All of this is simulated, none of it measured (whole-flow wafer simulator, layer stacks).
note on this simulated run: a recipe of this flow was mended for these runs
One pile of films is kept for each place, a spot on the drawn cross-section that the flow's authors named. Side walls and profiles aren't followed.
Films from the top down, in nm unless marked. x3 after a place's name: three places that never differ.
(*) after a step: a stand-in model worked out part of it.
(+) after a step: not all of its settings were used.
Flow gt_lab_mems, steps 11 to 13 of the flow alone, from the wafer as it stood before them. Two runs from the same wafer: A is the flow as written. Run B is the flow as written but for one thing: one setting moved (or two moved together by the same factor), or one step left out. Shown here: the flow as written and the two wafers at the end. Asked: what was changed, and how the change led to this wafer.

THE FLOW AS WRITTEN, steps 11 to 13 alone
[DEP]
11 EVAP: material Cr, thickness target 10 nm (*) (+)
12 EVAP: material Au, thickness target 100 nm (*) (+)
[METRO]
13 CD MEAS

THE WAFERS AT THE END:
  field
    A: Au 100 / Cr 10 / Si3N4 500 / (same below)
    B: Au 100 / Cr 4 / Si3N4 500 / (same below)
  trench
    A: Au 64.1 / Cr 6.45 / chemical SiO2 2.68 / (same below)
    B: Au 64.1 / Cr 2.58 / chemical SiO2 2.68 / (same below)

The cause: step 11, EVAP: thickness target 4 nm was run, where the flow has thickness target 10 nm.
It can be read off the wafer: field has Cr 4, and step 11 as written asks for 10 nm.

How the change led to this, step by step:
  11 EVAP: material Cr, thickness target 10 nm (*) (+)
      field: A Cr +10 (new film) | B Cr +4 (new film)
      trench: A Cr +6.45 (new film) | B Cr +2.58 (new film)
